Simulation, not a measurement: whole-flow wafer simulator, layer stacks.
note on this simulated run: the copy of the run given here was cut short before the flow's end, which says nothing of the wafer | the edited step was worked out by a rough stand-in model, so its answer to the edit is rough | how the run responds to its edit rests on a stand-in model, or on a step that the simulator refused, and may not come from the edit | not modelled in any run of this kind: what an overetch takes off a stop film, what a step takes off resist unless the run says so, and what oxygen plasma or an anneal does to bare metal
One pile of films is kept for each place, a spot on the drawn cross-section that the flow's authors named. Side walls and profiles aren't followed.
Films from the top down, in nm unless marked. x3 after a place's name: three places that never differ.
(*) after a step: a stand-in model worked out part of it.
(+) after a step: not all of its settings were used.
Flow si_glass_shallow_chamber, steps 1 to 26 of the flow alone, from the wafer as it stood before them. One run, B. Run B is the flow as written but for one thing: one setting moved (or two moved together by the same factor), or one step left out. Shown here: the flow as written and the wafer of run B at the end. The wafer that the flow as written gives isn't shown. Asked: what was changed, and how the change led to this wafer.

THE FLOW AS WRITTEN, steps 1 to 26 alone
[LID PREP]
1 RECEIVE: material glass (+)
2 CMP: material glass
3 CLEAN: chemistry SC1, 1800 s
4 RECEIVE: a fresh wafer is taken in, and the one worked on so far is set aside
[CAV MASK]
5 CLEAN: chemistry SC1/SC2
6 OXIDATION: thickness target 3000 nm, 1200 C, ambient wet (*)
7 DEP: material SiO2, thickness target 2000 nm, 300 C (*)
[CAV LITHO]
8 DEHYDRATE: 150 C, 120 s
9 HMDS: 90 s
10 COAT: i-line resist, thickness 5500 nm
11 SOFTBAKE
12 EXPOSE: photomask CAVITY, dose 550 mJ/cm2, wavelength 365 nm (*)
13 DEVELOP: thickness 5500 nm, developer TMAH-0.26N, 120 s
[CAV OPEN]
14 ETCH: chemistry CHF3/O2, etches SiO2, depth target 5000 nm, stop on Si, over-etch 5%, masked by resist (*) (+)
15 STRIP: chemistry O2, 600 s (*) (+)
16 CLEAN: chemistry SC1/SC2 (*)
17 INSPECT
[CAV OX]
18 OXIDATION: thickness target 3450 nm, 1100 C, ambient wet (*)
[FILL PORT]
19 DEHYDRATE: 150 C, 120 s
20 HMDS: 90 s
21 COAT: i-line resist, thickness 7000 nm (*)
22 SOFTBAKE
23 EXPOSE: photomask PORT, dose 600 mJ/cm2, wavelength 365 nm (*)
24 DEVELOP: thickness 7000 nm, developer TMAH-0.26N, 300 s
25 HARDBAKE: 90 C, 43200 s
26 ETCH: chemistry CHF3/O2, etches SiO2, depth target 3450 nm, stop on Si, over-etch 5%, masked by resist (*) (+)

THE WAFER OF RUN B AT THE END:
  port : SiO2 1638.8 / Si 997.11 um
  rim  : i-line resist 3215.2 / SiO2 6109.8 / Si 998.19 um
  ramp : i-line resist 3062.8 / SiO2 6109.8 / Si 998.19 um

The cause: step 26, ETCH: depth target 1725 nm was run, where the flow has depth target 3450 nm.

How the change led to this, step by step:
  26 ETCH: chemistry CHF3/O2, etches SiO2, depth target 3450 nm, stop on Si, over-etch 5%, masked by resist (*) (+)
      port: SiO2 -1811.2 (as written it would be: SiO2 -3450 (all of it), Si -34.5)
      rim, ramp, cav, ring: i-line resist -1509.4 (as written it would be: i-line resist -3018.8)
      (and at 1 more place)
